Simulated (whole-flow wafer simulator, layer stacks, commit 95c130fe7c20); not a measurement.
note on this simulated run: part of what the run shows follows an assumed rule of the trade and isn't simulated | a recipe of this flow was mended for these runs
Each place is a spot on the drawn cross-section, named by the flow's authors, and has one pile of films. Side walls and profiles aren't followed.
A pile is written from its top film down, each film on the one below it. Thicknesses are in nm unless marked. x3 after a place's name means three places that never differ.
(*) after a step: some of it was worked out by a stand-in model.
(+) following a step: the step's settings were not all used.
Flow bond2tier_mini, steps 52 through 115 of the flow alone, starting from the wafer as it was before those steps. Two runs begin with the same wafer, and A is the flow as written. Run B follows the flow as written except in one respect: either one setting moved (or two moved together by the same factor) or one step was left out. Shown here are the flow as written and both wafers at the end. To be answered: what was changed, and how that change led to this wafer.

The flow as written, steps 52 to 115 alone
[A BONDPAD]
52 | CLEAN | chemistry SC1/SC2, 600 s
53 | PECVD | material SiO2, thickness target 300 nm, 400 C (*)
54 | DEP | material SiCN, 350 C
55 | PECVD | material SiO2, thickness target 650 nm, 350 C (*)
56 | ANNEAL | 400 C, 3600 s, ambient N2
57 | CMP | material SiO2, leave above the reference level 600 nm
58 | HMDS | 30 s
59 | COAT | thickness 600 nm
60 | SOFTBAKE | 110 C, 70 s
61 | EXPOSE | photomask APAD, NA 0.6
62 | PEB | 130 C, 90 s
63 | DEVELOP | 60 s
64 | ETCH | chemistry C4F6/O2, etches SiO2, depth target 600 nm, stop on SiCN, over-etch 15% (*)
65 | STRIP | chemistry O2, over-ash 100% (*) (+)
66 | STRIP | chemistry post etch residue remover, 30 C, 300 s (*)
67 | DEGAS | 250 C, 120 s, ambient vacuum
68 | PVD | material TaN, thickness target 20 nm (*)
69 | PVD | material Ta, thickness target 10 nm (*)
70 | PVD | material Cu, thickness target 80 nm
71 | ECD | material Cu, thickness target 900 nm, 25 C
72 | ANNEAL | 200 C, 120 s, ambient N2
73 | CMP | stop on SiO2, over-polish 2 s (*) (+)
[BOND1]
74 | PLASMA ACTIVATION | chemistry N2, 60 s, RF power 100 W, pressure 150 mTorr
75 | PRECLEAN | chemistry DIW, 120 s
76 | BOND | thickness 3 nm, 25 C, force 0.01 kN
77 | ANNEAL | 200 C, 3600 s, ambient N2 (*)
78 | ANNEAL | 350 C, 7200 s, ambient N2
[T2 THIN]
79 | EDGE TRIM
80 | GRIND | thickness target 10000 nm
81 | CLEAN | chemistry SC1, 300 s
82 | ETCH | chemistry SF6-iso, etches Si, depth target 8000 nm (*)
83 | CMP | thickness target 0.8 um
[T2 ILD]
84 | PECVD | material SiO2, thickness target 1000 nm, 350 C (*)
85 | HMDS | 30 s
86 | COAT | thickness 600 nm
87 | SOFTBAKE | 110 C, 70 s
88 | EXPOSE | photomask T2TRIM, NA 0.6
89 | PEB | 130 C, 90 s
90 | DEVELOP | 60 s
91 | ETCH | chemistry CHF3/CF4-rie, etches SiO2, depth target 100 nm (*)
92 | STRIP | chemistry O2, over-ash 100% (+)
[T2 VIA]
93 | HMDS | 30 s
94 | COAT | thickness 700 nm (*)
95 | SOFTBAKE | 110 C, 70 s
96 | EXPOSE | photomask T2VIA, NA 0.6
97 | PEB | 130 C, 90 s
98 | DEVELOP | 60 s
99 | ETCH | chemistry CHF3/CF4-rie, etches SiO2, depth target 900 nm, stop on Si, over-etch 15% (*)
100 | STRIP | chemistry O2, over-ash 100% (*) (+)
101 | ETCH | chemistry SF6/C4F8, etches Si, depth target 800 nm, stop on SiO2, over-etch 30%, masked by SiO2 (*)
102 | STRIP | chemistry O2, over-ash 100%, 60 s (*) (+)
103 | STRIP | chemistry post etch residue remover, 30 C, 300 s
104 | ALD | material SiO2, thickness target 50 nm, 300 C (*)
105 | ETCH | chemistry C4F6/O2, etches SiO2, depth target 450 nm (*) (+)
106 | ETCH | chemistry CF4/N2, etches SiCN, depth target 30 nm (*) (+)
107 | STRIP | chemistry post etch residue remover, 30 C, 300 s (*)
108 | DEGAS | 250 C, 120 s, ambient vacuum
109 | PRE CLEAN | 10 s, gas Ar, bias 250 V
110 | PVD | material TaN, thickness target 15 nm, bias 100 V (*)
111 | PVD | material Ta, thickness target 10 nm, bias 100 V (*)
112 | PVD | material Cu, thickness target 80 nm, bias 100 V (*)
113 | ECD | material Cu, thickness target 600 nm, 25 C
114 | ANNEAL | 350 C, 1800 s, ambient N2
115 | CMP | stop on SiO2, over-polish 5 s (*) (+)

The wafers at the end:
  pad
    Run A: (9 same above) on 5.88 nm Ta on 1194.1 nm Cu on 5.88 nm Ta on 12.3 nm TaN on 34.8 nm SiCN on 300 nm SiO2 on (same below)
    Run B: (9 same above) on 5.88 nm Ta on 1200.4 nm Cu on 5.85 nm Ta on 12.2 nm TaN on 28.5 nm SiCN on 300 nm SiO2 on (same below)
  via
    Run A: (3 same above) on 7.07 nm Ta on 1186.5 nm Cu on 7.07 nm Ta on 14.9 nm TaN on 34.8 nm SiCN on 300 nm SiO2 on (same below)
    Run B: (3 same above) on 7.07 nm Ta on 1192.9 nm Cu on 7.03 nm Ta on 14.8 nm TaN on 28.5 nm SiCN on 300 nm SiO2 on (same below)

The reason: step 64, ETCH: over-etch 21.2% was run, though the flow has over-etch 15%.

The path from the change to this, step by step:
  64 | ETCH | chemistry C4F6/O2, etches SiO2, depth target 600 nm, stop on SiCN, over-etch 15% (*)
      pad, via: A -600 SiO2 (all of it), -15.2 SiCN | B -600 SiO2 (all of it), -21.5 SiCN
      field: A -115 thick-KrF-resist | B -121.2 thick-KrF-resist
